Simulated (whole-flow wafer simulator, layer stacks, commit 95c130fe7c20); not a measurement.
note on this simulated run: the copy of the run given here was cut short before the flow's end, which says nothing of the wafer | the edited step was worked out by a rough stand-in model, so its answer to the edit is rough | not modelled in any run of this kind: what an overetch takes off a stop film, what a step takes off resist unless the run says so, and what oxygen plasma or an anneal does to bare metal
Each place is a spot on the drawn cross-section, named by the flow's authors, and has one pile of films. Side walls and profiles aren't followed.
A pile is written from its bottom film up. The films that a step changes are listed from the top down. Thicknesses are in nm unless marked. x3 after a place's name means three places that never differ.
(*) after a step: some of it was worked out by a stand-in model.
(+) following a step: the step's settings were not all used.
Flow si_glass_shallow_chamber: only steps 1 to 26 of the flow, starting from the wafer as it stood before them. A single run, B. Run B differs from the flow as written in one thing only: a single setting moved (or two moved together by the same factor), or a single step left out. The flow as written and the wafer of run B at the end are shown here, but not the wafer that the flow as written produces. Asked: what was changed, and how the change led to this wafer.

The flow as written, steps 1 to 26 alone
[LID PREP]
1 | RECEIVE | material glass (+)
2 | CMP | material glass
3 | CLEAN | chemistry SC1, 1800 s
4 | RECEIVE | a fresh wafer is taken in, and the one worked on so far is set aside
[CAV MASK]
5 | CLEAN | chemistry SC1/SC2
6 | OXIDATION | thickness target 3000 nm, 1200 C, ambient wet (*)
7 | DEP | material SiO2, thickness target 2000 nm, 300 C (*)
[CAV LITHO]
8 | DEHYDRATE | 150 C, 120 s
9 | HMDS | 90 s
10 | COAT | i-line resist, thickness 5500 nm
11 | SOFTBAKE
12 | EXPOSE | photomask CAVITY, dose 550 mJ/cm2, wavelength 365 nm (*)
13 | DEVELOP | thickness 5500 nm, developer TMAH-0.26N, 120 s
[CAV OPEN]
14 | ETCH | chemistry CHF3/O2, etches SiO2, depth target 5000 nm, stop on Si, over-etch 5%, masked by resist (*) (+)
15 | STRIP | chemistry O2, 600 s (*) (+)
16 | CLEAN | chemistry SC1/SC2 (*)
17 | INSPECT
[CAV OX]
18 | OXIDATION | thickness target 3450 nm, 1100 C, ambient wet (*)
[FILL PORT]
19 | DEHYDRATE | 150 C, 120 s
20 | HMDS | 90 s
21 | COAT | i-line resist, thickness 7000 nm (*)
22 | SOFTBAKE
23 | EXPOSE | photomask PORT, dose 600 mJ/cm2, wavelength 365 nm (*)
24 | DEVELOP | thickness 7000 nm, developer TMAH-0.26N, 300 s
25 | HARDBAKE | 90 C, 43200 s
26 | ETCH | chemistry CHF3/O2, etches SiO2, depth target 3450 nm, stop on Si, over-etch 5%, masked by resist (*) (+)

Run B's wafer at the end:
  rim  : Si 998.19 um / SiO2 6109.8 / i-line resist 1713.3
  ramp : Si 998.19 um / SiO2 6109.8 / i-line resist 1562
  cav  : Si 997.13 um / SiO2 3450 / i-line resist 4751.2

Cause: step 14, ETCH: over-etch 3.5% was run, though the flow has over-etch 5%.

How this came from the change, step by step:
  14 | ETCH | chemistry CHF3/O2, etches SiO2, depth target 5000 nm, stop on Si, over-etch 5%, masked by resist (*) (+)
      cav, port: SiO2 loses 5000 (all of it), Si loses 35 (it would be, as written: SiO2 loses 5000 (all of it), Si loses 50)
  15 | STRIP | chemistry O2, 600 s (*) (+)
      rim, ramp, septum, ring: i-line resist loses 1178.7 (all of it) (it would be, as written: i-line resist loses 1116.2 (all of it))
